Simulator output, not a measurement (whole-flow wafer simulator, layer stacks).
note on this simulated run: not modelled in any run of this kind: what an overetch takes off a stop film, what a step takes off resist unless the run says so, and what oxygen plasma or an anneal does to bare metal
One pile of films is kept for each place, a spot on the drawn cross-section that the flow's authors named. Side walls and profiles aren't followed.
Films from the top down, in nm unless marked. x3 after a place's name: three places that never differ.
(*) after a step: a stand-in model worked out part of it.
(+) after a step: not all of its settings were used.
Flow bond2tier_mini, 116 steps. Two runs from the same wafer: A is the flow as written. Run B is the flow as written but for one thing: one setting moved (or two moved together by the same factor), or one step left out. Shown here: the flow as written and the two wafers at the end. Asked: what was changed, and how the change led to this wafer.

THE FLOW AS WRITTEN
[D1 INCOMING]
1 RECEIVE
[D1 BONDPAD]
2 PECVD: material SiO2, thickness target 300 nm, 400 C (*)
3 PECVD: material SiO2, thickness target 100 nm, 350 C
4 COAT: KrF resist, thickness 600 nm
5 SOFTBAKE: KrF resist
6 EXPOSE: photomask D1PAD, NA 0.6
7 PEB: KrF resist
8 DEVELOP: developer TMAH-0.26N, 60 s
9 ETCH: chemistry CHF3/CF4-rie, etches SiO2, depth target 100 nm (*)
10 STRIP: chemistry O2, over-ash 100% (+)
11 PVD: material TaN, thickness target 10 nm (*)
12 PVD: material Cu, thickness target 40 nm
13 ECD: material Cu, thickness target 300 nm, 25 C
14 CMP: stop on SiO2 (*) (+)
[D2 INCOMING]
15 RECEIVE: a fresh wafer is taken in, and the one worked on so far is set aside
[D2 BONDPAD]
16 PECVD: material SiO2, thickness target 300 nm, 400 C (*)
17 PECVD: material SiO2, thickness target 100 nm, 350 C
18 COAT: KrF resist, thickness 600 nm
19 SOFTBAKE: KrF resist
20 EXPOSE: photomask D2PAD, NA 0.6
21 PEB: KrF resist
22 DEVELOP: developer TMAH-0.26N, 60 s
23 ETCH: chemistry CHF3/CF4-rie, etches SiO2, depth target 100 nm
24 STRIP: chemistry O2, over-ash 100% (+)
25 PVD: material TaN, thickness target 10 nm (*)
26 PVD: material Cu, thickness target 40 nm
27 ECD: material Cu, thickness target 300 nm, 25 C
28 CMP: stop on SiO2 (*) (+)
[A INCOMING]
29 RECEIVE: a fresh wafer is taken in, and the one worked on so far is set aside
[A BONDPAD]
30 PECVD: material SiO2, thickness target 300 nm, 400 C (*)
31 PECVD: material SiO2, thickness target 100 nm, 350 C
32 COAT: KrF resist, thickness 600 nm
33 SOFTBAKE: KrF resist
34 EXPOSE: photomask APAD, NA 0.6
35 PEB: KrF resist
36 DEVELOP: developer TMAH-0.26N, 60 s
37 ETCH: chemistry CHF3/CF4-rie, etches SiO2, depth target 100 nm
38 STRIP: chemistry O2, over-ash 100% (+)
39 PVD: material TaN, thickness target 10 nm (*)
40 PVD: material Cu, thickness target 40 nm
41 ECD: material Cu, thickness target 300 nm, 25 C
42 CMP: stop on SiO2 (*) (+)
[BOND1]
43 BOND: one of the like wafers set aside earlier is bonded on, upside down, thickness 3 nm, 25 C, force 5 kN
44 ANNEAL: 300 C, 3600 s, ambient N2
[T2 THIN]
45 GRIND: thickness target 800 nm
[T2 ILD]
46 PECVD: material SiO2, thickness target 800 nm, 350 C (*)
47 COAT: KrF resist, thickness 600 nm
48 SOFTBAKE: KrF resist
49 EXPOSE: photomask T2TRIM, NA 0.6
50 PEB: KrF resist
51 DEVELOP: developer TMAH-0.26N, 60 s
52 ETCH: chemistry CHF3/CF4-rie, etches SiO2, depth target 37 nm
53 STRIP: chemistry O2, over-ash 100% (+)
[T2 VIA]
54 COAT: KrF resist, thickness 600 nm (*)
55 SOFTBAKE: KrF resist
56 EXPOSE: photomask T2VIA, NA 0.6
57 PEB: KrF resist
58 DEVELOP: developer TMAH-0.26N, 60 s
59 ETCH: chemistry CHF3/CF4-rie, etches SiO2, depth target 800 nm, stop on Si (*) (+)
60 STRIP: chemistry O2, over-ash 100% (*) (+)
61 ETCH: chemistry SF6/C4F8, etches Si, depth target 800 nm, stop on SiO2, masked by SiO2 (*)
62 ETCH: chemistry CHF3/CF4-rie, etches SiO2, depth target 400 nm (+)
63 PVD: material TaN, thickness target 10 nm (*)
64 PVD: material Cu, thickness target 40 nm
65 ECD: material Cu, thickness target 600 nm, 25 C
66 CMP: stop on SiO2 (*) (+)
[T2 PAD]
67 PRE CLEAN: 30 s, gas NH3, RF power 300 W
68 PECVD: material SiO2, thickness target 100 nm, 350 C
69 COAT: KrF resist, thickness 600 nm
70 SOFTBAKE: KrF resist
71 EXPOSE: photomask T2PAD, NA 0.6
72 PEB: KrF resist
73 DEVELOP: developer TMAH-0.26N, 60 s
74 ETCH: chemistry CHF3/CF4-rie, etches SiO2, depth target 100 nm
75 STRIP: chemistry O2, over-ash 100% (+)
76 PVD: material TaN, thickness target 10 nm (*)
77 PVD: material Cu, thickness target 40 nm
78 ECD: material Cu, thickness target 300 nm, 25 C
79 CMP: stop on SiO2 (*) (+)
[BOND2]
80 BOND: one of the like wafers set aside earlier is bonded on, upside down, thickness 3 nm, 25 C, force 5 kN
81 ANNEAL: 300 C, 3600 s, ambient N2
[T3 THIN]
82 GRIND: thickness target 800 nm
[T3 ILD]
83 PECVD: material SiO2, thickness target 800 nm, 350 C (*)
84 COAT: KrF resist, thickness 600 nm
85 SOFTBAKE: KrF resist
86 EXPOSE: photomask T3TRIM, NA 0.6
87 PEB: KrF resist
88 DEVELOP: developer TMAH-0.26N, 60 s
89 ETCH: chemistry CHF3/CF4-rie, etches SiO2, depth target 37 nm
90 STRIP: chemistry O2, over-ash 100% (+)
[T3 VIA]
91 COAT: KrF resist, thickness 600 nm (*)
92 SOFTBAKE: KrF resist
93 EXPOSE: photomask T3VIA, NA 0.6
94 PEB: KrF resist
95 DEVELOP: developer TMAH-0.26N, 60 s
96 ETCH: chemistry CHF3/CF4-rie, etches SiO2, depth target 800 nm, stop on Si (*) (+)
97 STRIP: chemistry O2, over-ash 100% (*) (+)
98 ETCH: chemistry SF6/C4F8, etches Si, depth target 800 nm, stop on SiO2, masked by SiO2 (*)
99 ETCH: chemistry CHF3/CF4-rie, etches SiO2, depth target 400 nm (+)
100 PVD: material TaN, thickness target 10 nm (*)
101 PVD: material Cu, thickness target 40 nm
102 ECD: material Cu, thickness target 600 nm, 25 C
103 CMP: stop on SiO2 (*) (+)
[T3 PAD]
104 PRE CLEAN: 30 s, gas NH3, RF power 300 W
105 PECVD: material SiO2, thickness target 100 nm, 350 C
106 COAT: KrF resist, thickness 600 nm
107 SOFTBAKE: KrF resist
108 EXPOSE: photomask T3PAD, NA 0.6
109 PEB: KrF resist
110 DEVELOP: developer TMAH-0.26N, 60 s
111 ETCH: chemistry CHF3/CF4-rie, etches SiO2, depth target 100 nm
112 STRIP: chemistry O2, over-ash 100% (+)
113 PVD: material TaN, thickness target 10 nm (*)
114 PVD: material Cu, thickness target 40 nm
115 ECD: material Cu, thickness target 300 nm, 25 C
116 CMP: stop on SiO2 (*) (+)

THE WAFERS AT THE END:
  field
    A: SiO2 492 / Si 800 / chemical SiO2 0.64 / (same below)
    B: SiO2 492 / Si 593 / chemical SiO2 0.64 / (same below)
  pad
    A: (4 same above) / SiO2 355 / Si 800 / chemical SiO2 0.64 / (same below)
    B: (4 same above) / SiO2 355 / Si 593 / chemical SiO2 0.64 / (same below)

The cause: step 82, GRIND: thickness target 593 nm was run, where the flow has thickness target 800 nm.
It can be read off the wafer: field has Si 593, and step 82 as written asks for 800 nm.

How the change led to this, step by step:
  82 GRIND: thickness target 800 nm
      field, pad: A Si -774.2 um | B Si -774.41 um
